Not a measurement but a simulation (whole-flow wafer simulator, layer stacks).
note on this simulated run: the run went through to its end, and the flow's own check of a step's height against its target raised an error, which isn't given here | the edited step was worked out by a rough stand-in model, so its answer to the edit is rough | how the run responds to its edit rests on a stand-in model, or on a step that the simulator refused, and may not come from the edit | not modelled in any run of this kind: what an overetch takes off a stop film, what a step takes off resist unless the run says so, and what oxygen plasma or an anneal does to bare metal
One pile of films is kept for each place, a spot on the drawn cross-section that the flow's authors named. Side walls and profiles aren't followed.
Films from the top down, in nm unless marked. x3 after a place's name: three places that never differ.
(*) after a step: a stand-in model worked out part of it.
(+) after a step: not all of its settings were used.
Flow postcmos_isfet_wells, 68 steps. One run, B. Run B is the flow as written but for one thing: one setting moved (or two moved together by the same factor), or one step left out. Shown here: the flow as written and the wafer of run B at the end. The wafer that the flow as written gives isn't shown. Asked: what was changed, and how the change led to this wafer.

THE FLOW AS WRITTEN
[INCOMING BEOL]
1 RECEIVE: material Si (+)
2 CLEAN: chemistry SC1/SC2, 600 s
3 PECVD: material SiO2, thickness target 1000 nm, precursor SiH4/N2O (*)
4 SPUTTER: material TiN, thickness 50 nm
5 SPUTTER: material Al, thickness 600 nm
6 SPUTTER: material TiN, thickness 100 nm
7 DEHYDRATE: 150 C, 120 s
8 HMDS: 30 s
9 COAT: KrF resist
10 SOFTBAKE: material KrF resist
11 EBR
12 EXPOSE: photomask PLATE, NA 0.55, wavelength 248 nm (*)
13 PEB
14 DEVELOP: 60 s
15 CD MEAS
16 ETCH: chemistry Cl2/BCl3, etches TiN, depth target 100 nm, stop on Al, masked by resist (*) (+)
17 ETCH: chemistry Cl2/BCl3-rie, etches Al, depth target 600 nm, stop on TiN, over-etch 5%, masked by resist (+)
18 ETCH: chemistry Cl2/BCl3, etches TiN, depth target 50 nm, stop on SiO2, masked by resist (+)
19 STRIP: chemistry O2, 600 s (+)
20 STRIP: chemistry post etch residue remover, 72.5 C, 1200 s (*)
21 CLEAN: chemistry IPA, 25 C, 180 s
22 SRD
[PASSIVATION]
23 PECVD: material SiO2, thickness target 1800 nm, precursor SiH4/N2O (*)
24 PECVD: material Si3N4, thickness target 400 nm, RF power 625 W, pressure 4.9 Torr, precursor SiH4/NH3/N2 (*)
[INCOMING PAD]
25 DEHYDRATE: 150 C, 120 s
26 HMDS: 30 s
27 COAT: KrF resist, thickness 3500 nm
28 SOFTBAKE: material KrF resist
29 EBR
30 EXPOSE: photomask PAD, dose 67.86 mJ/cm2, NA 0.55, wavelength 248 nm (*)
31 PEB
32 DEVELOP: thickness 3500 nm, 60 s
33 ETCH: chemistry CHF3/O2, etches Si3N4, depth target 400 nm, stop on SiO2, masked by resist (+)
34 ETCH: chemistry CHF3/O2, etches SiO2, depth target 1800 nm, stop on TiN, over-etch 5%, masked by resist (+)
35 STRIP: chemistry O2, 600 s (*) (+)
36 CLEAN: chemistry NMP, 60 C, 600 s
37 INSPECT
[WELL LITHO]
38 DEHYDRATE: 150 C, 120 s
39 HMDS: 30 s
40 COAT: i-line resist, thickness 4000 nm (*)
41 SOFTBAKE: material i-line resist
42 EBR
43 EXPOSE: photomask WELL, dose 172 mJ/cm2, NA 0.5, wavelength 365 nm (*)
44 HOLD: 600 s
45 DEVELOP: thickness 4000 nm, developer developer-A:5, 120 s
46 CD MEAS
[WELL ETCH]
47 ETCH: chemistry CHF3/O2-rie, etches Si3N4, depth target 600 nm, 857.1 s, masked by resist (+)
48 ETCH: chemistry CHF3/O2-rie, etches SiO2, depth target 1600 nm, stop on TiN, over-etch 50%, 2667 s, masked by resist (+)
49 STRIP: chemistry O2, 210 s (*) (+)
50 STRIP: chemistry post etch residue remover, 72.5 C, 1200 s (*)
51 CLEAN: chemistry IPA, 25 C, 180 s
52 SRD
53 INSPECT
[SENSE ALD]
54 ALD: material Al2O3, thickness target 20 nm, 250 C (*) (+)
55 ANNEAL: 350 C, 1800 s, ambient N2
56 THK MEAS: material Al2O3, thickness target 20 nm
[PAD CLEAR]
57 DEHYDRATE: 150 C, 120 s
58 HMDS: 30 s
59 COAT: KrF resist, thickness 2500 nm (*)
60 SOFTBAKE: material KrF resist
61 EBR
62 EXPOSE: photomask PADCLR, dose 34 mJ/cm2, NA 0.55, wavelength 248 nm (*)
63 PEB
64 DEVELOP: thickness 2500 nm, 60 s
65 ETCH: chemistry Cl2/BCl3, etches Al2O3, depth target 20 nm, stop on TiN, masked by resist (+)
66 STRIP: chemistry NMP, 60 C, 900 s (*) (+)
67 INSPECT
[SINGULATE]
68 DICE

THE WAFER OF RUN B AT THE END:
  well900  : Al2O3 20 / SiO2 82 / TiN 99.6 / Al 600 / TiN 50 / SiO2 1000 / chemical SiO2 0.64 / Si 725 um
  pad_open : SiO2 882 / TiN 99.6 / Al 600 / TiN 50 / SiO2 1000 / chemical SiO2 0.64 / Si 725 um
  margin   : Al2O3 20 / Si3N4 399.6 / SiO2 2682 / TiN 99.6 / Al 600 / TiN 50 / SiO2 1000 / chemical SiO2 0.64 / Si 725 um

The cause: step 23, PECVD: thickness target 2682 nm was run, where the flow has thickness target 1800 nm.
It can be read off the wafer: margin has SiO2 2682, and step 23 as written asks for 1800 nm.

How the change led to this, step by step:
  23 PECVD: material SiO2, thickness target 1800 nm, precursor SiH4/N2O (*)
      margin, well900, well1300 x3, pad_rim, pad_clr, pad_open: SiO2 +2682 (new film) (as written it would be: SiO2 +1800 (new film))
      field: SiO2 +2682 (new film), void +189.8 (new film), SiO2 +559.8 (as written it would be: SiO2 +1800 (new film), void +189.9 (new film), SiO2 +559.7)
  34 ETCH: chemistry CHF3/O2, etches SiO2, depth target 1800 nm, stop on TiN, over-etch 5%, masked by resist (+)
      pad_open: SiO2 -1800 (as written it would be: SiO2 -1800 (all of it))
  48 ETCH: chemistry CHF3/O2-rie, etches SiO2, depth target 1600 nm, stop on TiN, over-etch 50%, 2667 s, masked by resist (+)
      well900, well1300 x3: SiO2 -2400 (as written it would be: SiO2 -1600 (all of it))
  59 COAT: KrF resist, thickness 2500 nm (*)
      field: KrF resist +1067 (new film) (as written it would be: KrF resist +1449 (new film))
      margin: KrF resist +1066.9 (new film) (as written it would be: KrF resist +1448.9 (new film))
  63 PEB
      field, margin: KrF resist -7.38 (as written it would be: KrF resist -10.1)
  66 STRIP: chemistry NMP, 60 C, 900 s (*) (+)
      field: KrF resist -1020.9 (all of it) (as written it would be: KrF resist -1400.1 (all of it))
      margin: KrF resist -1020.8 (all of it) (as written it would be: KrF resist -1400.1 (all of it))
